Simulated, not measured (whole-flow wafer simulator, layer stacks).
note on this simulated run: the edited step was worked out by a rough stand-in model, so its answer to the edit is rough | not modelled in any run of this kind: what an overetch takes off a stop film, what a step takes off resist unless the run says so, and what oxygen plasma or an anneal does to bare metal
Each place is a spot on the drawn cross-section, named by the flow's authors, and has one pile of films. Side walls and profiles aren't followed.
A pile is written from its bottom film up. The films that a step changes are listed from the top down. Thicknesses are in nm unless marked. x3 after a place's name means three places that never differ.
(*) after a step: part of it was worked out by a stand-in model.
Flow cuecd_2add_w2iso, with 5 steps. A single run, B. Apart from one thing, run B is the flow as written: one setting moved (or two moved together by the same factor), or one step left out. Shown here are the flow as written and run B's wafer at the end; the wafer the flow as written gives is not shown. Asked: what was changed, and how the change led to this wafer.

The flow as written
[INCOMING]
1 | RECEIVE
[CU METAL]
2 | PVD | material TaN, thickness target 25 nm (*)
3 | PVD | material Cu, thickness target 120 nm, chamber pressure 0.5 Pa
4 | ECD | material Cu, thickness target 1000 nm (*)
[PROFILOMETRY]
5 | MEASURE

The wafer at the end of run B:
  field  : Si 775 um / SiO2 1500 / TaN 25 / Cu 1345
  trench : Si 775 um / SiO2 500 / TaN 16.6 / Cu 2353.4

The reason: step 4, ECD: thickness target 1225 nm was run, while the flow as written has thickness target 1000 nm.

The path from the change to this, step by step:
  4 | ECD | material Cu, thickness target 1000 nm (*)
      field: +1225 Cu (it would be, as written: +1000 Cu)
      trench: +2272.6 Cu (it would be, as written: +2047.6 Cu)
